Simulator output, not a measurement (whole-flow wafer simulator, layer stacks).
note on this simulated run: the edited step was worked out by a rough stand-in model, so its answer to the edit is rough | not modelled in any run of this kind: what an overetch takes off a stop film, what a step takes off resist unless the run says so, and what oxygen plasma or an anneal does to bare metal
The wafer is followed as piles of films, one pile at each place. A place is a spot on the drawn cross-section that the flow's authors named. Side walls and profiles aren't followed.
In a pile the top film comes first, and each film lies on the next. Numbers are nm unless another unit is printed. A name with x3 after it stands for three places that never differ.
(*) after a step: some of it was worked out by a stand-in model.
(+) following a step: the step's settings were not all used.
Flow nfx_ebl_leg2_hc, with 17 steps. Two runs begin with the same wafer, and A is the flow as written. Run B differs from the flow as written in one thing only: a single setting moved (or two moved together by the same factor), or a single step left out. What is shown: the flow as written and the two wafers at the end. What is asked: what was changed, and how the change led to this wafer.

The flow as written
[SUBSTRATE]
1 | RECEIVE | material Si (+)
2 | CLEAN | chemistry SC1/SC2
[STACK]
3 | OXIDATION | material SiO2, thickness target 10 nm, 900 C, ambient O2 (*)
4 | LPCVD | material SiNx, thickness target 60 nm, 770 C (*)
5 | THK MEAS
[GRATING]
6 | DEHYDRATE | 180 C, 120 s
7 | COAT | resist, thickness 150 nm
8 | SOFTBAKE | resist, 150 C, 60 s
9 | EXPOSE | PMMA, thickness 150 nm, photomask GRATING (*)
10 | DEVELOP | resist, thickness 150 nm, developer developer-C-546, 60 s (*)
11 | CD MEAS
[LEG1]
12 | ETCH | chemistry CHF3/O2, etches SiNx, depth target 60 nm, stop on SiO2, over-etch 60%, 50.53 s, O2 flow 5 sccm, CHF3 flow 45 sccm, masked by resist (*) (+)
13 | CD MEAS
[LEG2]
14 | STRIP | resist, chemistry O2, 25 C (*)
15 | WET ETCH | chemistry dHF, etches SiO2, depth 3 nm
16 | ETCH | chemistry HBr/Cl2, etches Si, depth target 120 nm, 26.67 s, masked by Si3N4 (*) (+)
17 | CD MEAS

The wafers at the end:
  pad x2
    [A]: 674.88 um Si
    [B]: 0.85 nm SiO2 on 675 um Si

Cause: step 12, ETCH: depth target 37.5 nm was run, though the flow has depth target 60 nm.

The path from the change to this, step by step:
  12 | ETCH | chemistry CHF3/O2, etches SiNx, depth target 60 nm, stop on SiO2, over-etch 60%, 50.53 s, O2 flow 5 sccm, CHF3 flow 45 sccm, masked by resist (*) (+)
      pad x2: A SiNx loses 60 (all of it), SiO2 loses 10 (all of it) | B SiNx loses 60 (all of it)
      field x2: A resist loses 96 | B resist loses 60
  14 | STRIP | resist, chemistry O2, 25 C (*)
      pad x2: A chemical SiO2 gains 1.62 (new film), Si loses 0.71 | B nothing
      field x2: A resist loses 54 (all of it) | B resist loses 90 (all of it)
  15 | WET ETCH | chemistry dHF, etches SiO2, depth 3 nm
      pad x2: A chemical SiO2 loses 1.62 (all of it) | B SiO2 loses 3
  16 | ETCH | chemistry HBr/Cl2, etches Si, depth target 120 nm, 26.67 s, masked by Si3N4 (*) (+)
      pad x2: A Si loses 120 | B SiO2 loses 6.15
